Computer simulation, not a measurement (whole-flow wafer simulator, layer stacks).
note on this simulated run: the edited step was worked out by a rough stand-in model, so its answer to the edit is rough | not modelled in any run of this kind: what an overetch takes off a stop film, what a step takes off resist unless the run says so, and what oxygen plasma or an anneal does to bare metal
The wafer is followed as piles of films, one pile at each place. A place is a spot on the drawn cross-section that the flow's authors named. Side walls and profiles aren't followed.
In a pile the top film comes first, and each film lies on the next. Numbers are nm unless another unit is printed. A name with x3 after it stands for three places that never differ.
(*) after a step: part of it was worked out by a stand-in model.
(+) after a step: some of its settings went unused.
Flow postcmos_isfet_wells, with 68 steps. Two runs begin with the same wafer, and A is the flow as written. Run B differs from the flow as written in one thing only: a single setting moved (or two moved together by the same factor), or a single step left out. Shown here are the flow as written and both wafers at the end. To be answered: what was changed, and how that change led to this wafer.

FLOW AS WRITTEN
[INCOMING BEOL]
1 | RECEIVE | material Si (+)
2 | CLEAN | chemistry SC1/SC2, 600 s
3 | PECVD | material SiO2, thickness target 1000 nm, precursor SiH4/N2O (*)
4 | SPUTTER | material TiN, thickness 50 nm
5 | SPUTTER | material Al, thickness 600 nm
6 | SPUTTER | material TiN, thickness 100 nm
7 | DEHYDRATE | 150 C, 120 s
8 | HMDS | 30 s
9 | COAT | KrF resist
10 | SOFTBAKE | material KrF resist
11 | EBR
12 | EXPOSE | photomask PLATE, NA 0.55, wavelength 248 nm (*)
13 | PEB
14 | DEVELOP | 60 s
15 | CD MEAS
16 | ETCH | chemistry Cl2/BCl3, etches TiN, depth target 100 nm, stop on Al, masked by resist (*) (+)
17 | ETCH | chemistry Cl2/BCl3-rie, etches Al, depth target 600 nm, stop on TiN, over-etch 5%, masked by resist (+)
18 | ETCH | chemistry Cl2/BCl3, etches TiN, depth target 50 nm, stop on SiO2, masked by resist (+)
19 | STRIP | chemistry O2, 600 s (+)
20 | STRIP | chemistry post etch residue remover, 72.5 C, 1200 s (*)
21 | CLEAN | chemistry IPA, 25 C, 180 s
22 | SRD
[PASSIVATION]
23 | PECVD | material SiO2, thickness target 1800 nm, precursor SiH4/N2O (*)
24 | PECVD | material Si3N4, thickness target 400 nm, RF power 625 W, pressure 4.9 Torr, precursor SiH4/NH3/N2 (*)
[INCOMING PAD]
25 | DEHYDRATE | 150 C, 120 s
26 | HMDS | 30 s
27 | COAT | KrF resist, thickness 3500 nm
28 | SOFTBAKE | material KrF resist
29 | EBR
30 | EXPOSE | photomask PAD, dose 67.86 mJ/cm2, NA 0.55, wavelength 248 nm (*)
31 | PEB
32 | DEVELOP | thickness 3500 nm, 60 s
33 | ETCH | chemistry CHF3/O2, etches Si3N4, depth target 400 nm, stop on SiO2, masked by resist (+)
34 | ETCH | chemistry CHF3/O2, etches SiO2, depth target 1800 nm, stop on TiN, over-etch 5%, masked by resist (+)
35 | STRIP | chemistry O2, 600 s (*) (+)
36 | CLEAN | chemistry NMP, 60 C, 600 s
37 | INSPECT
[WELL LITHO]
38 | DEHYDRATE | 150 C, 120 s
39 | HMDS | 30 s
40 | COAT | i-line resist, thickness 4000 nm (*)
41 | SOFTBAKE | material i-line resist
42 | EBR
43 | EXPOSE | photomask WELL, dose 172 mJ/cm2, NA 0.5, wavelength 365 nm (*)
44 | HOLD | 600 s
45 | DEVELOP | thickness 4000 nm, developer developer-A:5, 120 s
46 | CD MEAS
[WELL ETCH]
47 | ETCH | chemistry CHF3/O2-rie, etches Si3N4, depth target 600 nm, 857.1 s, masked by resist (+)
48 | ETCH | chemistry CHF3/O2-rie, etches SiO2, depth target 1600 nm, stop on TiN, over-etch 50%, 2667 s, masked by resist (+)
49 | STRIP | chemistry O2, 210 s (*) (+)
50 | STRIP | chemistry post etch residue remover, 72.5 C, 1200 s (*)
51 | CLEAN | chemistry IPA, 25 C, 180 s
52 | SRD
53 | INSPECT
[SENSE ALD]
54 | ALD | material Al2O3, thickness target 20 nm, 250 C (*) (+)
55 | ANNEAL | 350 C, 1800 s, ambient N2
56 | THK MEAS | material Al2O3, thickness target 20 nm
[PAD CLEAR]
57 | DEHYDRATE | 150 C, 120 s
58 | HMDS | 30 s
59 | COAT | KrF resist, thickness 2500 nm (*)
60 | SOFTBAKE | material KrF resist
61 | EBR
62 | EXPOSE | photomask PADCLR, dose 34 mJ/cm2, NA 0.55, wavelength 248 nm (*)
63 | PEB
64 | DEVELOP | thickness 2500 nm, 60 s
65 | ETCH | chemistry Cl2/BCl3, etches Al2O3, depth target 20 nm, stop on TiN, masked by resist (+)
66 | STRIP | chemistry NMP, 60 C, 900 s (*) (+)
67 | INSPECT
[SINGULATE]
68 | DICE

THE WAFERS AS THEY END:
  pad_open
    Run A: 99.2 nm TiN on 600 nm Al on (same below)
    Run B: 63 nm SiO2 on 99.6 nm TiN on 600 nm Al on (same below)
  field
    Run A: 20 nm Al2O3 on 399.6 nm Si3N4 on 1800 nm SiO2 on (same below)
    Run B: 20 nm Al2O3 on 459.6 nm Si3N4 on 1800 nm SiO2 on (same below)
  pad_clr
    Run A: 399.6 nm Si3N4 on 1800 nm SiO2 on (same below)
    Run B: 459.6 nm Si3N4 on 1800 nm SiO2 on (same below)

What caused this: step 24, PECVD: thickness target 460 nm was run, whereas the flow has thickness target 400 nm.

The path from the change to this, step by step:
  24 | PECVD | material Si3N4, thickness target 400 nm, RF power 625 W, pressure 4.9 Torr, precursor SiH4/NH3/N2 (*)
      field, margin, well900, well1300 x3, pad_rim, pad_clr, pad_open: A +400 Si3N4 (new film) | B +460 Si3N4 (new film)
  33 | ETCH | chemistry CHF3/O2, etches Si3N4, depth target 400 nm, stop on SiO2, masked by resist (+)
      pad_open: A -400 Si3N4 (all of it) | B -400 Si3N4
  34 | ETCH | chemistry CHF3/O2, etches SiO2, depth target 1800 nm, stop on TiN, over-etch 5%, masked by resist (+)
      pad_open: A -1800 SiO2 (all of it) | B -60 Si3N4 (all of it), -1737 SiO2
  47 | ETCH | chemistry CHF3/O2-rie, etches Si3N4, depth target 600 nm, 857.1 s, masked by resist (+)
      well900, well1300 x3: A -400 Si3N4 (all of it), -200 SiO2 | B -460 Si3N4 (all of it), -140 SiO2
  48 | ETCH | chemistry CHF3/O2-rie, etches SiO2, depth target 1600 nm, stop on TiN, over-etch 50%, 2667 s, masked by resist (+)
      well900, well1300 x3: A -1600 SiO2 (all of it) | B -1660 SiO2 (all of it)
  66 | STRIP | chemistry NMP, 60 C, 900 s (*) (+)
      field: A -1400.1 KrF resist (all of it) | B -1371.7 KrF resist (all of it)
      margin: A -1400.1 KrF resist (all of it) | B -1371.6 KrF resist (all of it)
